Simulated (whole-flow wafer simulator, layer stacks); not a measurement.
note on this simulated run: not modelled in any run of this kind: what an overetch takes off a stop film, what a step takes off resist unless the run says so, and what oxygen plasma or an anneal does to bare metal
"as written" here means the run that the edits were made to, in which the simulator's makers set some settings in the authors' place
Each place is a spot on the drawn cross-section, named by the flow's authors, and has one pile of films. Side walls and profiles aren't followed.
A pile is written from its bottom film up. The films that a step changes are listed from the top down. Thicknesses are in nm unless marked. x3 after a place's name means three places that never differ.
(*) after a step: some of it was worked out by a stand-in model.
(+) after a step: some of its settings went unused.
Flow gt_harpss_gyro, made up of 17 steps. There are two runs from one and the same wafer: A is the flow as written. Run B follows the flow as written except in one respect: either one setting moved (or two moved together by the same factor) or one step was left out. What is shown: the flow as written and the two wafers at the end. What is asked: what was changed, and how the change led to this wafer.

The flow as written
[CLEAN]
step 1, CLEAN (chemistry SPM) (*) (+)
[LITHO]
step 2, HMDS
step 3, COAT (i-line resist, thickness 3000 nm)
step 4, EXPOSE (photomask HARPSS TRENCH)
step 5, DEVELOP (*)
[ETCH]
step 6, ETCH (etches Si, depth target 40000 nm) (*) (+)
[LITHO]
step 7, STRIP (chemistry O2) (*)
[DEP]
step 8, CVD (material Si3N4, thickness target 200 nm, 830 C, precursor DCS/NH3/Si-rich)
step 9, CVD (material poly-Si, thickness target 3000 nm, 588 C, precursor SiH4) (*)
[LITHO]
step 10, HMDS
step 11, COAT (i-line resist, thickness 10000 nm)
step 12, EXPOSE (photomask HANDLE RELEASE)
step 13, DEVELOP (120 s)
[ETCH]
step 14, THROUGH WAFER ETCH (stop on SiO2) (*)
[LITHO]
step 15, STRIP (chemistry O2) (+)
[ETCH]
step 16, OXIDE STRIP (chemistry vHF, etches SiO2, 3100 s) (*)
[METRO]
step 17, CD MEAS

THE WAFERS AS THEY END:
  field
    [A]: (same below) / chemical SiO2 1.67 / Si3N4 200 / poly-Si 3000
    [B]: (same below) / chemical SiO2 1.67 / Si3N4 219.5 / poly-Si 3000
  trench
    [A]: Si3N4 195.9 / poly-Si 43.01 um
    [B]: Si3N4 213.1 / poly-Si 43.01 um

The reason: step 8, CVD: 847 C was run, whereas the flow has 830 C.

Step by step, how the change led to this:
  step 8, CVD (material Si3N4, thickness target 200 nm, 830 C, precursor DCS/NH3/Si-rich)
      field: A Si3N4 gains 200 (new film) | B Si3N4 gains 219.5 (new film)
      trench: A Si3N4 gains 195.9 (new film) | B Si3N4 gains 213.1 (new film)
